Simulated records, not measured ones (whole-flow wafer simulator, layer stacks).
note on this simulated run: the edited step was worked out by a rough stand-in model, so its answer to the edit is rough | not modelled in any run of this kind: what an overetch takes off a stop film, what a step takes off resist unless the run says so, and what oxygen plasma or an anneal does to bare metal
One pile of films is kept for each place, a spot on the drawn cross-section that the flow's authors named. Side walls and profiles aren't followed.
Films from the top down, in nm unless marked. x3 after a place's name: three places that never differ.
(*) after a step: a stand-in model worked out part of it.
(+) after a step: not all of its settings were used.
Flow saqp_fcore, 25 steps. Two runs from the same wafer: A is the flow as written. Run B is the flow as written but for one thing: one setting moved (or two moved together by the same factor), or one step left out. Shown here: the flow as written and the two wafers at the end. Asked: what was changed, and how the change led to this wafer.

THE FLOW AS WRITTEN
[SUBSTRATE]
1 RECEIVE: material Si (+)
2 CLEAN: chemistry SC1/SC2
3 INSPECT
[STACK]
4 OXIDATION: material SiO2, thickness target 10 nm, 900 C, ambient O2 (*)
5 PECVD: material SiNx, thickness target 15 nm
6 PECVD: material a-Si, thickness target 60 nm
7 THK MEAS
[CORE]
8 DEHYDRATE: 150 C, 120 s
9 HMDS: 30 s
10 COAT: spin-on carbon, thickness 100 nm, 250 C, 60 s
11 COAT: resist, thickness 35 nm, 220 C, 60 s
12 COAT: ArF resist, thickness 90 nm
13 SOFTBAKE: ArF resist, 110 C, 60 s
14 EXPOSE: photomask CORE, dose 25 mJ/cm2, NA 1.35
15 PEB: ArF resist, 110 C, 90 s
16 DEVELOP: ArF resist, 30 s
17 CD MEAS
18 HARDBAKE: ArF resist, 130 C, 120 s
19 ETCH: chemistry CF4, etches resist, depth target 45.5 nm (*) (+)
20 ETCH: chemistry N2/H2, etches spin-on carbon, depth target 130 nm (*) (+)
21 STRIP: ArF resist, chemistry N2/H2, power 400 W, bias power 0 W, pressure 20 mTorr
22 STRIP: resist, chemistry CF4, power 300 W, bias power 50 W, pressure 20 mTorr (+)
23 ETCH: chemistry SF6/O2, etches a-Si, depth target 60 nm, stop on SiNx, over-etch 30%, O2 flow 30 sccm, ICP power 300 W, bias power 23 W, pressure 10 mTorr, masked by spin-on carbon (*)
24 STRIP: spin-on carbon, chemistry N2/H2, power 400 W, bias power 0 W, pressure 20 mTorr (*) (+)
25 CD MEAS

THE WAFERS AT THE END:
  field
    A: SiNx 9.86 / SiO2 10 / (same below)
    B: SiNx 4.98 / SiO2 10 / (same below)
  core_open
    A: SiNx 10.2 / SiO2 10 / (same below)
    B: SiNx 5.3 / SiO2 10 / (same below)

The cause: step 23, ETCH: depth target 90 nm was run, where the flow has depth target 60 nm.

How the change led to this, step by step:
  23 ETCH: chemistry SF6/O2, etches a-Si, depth target 60 nm, stop on SiNx, over-etch 30%, O2 flow 30 sccm, ICP power 300 W, bias power 23 W, pressure 10 mTorr, masked by spin-on carbon (*)
      field: A a-Si -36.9 (all of it), SiNx -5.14 | B a-Si -36.9 (all of it), SiNx -10
      core_open: A a-Si -39.4 (all of it), SiNx -4.82 | B a-Si -39.4 (all of it), SiNx -9.7
